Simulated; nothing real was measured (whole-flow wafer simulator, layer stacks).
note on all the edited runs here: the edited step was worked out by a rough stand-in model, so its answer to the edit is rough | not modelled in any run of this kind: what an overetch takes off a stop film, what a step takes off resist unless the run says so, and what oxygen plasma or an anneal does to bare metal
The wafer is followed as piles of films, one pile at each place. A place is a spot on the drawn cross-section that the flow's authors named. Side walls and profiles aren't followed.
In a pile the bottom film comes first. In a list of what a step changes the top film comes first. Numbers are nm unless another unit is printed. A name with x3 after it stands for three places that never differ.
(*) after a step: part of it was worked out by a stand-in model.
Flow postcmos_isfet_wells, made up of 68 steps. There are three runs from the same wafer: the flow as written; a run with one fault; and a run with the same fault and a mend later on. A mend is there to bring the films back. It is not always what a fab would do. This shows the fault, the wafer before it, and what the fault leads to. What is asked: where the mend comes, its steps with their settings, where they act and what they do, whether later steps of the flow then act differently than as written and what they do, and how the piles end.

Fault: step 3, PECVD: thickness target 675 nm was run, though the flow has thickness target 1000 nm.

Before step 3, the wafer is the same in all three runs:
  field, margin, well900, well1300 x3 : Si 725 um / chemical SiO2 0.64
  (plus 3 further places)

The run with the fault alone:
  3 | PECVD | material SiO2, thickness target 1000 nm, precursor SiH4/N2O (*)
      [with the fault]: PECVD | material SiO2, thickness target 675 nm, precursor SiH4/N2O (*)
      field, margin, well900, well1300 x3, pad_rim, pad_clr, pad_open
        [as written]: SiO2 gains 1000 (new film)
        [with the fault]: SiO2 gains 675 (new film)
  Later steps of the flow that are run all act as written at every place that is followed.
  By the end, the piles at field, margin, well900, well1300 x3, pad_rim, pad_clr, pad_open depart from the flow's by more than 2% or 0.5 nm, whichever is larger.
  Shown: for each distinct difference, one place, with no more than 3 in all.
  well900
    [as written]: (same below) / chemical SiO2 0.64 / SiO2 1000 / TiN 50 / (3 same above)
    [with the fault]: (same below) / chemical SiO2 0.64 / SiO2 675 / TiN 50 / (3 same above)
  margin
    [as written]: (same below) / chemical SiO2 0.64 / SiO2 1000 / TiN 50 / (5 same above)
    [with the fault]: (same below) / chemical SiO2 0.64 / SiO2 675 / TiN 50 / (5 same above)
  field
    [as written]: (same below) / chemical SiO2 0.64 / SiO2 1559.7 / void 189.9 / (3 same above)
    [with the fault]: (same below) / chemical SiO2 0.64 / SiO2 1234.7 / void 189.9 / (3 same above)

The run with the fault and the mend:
  The mend follows step 3.
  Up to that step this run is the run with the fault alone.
  3a | PECVD | material SiO2, thickness target 325 nm, precursor SiH4/N2O (*) (the flow's step 3 again, with other settings)
      field, margin, well900, well1300 x3, pad_rim, pad_clr, pad_open
        SiO2 gains 325
  Later steps of the flow that are run all act as written at every place that is followed.
  The piles end the same as the flow's at every place that both follow.
